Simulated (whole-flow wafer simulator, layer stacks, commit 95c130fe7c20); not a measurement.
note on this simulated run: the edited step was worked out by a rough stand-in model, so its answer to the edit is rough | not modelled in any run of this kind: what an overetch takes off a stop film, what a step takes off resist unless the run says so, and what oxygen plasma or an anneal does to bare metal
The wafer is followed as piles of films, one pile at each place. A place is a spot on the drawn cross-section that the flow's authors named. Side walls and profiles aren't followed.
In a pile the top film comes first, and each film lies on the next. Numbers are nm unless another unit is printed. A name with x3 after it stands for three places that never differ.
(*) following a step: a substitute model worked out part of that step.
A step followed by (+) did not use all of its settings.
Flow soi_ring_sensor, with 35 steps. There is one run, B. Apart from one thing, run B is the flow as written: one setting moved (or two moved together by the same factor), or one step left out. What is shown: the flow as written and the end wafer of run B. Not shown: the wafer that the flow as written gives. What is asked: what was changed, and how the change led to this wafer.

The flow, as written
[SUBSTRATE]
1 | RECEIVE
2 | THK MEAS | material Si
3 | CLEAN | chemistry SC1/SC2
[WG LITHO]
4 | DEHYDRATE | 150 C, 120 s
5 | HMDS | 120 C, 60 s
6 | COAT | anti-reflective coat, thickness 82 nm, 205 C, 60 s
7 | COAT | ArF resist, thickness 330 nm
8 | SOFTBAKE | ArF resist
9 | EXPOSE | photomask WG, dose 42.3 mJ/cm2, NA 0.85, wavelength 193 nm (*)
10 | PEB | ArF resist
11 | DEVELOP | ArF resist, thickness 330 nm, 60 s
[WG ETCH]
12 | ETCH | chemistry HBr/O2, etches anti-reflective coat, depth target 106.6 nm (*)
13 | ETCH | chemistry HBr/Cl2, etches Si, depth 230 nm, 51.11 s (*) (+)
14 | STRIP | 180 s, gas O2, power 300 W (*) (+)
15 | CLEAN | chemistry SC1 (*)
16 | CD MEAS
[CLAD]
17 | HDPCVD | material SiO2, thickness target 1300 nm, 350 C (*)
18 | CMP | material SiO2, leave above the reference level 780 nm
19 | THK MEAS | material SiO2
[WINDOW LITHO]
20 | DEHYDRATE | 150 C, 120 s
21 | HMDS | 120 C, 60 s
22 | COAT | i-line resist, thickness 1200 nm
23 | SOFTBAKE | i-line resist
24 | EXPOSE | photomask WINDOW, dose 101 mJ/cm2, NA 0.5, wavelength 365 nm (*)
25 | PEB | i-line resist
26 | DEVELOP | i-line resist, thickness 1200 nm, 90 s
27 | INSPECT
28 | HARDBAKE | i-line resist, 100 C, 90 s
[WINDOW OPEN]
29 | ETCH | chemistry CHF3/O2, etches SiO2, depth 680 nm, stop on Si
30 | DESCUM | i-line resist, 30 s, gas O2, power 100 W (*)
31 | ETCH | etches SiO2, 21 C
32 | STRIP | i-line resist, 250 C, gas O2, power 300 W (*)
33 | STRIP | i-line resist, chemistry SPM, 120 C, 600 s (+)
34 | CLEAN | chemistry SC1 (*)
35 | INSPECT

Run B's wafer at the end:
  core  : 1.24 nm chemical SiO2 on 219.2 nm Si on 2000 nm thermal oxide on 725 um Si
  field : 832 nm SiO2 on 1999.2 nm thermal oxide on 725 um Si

The reason: step 17, HDPCVD: thickness target 832 nm was run, while the flow as written has thickness target 1300 nm.

Step by step, how the change led to this:
  17 | HDPCVD | material SiO2, thickness target 1300 nm, 350 C (*)
      core, gap, window, field, core_clad, gap_clad: SiO2 gains 832 (new film) (in the flow as written it would be: SiO2 gains 1300 (new film))
  18 | CMP | material SiO2, leave above the reference level 780 nm
      gap, window, field, gap_clad: nothing (in the flow as written it would be: SiO2 loses 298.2)
      core, core_clad: SiO2 loses 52 (in the flow as written it would be: SiO2 loses 520)
  22 | COAT | i-line resist, thickness 1200 nm
      core, core_clad: i-line resist gains 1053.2 (new film) (in the flow as written it would be: i-line resist gains 1200 (new film))
      gap, gap_clad: i-line resist gains 1224.6 (new film) (in the flow as written it would be: i-line resist gains 1200 (new film))
  23 | SOFTBAKE | i-line resist
      core, core_clad: i-line resist loses 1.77 (in the flow as written it would be: nothing)
      gap, gap_clad: i-line resist loses 2.21 (in the flow as written it would be: nothing)
      (as well as at 1 more place)
  25 | PEB | i-line resist
      core, core_clad: i-line resist loses 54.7 (in the flow as written it would be: i-line resist loses 62.8)
  26 | DEVELOP | i-line resist, thickness 1200 nm, 90 s
      core: i-line resist loses 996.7 (all of it) (in the flow as written it would be: i-line resist loses 1137.2 (all of it))
  32 | STRIP | i-line resist, 250 C, gas O2, power 300 W (*)
      core_clad: i-line resist loses 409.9 (all of it) (in the flow as written it would be: i-line resist loses 550.1 (all of it))
